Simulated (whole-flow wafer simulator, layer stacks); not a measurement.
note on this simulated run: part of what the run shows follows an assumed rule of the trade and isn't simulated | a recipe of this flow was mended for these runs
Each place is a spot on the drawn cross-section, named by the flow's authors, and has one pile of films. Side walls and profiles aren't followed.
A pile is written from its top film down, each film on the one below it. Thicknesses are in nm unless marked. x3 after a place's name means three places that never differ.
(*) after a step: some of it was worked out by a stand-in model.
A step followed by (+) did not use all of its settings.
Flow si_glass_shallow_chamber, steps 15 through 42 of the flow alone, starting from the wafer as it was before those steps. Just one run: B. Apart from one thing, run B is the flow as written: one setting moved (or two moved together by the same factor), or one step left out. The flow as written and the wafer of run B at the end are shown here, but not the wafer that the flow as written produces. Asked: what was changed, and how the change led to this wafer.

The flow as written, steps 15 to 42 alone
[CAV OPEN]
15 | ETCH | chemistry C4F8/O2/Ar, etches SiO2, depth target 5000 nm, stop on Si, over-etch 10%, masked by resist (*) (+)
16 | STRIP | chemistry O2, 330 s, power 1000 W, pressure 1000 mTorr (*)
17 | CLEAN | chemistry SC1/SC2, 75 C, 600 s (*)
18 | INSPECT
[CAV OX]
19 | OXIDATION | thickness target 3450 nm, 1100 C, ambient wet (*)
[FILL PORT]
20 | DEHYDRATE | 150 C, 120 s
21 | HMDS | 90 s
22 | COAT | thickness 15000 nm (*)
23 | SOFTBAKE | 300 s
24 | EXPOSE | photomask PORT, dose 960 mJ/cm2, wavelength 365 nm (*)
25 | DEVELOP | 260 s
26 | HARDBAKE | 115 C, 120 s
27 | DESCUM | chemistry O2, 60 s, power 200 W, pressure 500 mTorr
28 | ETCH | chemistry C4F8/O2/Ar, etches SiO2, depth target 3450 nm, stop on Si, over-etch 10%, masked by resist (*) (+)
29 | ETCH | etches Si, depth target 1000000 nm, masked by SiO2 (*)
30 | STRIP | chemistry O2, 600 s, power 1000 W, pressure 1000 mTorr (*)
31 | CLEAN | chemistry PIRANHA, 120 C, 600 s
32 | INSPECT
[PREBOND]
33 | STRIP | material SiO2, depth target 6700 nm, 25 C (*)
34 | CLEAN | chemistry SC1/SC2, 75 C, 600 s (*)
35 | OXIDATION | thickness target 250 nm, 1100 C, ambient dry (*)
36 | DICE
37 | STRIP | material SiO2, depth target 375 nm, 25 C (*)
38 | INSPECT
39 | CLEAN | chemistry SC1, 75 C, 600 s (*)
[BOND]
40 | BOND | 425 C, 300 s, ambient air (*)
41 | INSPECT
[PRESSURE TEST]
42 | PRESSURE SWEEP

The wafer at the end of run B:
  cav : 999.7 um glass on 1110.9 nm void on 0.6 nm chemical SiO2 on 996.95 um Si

The reason: step 15, ETCH: over-etch 12.4% was run, whereas the flow has over-etch 10%.

How this came from the change, step by step:
  15 | ETCH | chemistry C4F8/O2/Ar, etches SiO2, depth target 5000 nm, stop on Si, over-etch 10%, masked by resist (*) (+)
      rim, ramp, septum, ring: -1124 thick-i-line-resist (as written it would have been: -1100 thick-i-line-resist)
      cav, port: -5000 SiO2 (all of it), -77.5 Si (as written it would have been: -5000 SiO2 (all of it), -62.5 Si)
  22 | COAT | thickness 15000 nm (*)
      ramp: +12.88 um thick-i-line-resist (new film) (as written it would have been: +12.89 um thick-i-line-resist (new film))
      port: +15.56 um thick-i-line-resist (new film) (as written it would have been: +15.55 um thick-i-line-resist (new film))
  29 | ETCH | etches Si, depth target 1000000 nm, masked by SiO2 (*)
      rim, ramp: -11.46 um thick-i-line-resist (all of it), -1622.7 SiO2 (as written it would have been: -11.47 um thick-i-line-resist (all of it), -1617.3 SiO2)
      port: +997.03 um hole (new film), -997.03 um Si (all of it) (as written it would have been: +997.05 um hole (new film), -997.05 um Si (all of it))
